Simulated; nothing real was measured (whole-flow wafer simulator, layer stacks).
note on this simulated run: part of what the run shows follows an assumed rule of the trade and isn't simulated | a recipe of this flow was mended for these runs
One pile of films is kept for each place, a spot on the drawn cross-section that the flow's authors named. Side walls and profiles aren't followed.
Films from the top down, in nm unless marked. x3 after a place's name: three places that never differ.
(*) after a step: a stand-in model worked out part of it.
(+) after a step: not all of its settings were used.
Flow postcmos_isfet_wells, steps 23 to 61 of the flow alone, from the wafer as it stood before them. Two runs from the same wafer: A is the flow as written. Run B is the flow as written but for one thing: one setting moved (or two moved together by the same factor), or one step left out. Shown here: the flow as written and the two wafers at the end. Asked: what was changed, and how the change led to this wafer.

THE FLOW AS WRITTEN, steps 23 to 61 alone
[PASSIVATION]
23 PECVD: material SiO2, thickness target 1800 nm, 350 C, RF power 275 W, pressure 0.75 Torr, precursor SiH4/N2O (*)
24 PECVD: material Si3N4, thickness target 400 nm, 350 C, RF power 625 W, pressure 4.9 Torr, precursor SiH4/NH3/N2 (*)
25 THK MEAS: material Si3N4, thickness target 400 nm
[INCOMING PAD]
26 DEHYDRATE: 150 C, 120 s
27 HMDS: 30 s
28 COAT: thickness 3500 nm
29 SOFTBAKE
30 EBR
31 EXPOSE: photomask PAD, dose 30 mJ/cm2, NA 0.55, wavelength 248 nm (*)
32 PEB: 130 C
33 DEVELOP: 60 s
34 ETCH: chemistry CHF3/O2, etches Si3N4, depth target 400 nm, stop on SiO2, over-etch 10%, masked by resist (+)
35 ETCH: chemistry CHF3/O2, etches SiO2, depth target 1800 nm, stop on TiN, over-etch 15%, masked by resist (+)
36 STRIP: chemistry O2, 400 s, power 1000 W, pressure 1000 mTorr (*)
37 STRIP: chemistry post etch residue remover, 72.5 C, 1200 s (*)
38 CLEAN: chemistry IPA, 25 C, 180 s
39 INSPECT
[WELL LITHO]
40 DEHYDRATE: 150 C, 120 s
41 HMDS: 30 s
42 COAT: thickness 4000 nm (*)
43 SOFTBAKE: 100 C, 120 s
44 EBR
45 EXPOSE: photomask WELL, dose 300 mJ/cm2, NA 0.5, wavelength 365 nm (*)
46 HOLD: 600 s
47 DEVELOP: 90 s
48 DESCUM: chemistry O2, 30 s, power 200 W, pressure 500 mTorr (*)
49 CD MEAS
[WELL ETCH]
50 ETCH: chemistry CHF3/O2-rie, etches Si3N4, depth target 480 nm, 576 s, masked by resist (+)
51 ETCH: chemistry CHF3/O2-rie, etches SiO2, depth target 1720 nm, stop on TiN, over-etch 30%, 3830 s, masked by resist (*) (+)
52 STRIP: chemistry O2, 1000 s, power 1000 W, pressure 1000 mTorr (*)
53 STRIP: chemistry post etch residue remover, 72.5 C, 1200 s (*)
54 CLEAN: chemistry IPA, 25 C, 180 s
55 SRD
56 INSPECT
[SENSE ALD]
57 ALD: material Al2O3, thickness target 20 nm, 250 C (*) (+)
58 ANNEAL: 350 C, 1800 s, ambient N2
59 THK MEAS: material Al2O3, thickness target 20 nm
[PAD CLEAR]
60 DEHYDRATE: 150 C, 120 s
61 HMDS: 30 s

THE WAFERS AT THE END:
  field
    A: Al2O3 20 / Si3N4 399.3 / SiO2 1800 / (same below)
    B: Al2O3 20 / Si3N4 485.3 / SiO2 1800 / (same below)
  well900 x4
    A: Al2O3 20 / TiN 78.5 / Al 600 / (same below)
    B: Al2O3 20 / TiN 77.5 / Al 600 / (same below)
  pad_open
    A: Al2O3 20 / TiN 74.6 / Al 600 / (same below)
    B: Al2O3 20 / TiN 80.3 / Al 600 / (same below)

The cause: step 24, PECVD: thickness target 486 nm was run, where the flow has thickness target 400 nm.

How the change led to this, step by step:
  24 PECVD: material Si3N4, thickness target 400 nm, 350 C, RF power 625 W, pressure 4.9 Torr, precursor SiH4/NH3/N2 (*)
      field, margin x2, well900 x4, pad_clr, pad_open: A Si3N4 +400 (new film) | B Si3N4 +486 (new film)
  34 ETCH: chemistry CHF3/O2, etches Si3N4, depth target 400 nm, stop on SiO2, over-etch 10%, masked by resist (+)
      pad_open: A Si3N4 -400 (all of it), SiO2 -20 | B Si3N4 -440
  35 ETCH: chemistry CHF3/O2, etches SiO2, depth target 1800 nm, stop on TiN, over-etch 15%, masked by resist (+)
      pad_open: A SiO2 -1780 (all of it), TiN -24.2 | B Si3N4 -46 (all of it), SiO2 -1800 (all of it), TiN -18.5
  43 SOFTBAKE: 100 C, 120 s
      pad_clr: A thick-g/i-line-resist -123 | B thick-g/i-line-resist -129.3
      pad_open: A thick-g/i-line-resist +73 | B thick-g/i-line-resist +75
  50 ETCH: chemistry CHF3/O2-rie, etches Si3N4, depth target 480 nm, 576 s, masked by resist (+)
      well900 x4: A Si3N4 -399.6 (all of it), SiO2 -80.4 | B Si3N4 -480
  51 ETCH: chemistry CHF3/O2-rie, etches SiO2, depth target 1720 nm, stop on TiN, over-etch 30%, 3830 s, masked by resist (*) (+)
      well900 x4: A SiO2 -1719.6 (all of it), TiN -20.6 | B Si3N4 -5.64 (all of it), SiO2 -1800 (all of it), TiN -21.7
